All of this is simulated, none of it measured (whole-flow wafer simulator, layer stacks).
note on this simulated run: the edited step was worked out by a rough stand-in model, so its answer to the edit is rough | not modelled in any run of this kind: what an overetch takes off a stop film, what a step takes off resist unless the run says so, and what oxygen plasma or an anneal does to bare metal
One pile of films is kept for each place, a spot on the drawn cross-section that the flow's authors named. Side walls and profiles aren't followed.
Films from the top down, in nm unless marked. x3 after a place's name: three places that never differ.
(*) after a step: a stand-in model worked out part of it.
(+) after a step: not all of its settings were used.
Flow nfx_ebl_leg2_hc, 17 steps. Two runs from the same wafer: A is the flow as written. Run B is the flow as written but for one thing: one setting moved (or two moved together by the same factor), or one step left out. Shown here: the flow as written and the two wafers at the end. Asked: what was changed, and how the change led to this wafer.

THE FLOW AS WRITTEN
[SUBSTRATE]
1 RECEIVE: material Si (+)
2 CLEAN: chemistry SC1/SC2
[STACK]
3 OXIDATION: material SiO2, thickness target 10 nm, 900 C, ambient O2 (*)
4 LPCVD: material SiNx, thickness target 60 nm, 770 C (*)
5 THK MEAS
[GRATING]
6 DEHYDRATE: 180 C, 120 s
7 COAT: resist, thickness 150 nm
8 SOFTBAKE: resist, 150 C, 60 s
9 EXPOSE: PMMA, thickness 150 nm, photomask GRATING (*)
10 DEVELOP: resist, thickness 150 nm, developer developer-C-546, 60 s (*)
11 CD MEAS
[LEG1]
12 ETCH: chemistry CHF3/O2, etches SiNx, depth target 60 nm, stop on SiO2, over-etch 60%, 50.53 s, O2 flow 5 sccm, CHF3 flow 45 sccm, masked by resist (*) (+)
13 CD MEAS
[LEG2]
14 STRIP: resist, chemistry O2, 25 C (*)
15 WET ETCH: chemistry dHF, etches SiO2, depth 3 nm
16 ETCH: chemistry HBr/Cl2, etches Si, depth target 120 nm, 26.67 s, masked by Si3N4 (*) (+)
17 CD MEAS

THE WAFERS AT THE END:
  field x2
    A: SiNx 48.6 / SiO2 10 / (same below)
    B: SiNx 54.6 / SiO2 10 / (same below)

The cause: step 4, LPCVD: thickness target 66 nm was run, where the flow has thickness target 60 nm.

How the change led to this, step by step:
  4 LPCVD: material SiNx, thickness target 60 nm, 770 C (*)
      field x2, pad x2: A SiNx +60 (new film) | B SiNx +66 (new film)
  12 ETCH: chemistry CHF3/O2, etches SiNx, depth target 60 nm, stop on SiO2, over-etch 60%, 50.53 s, O2 flow 5 sccm, CHF3 flow 45 sccm, masked by resist (*) (+)
      pad x2: A SiNx -60 (all of it), SiO2 -10 (all of it) | B SiNx -66 (all of it), SiO2 -10 (all of it)
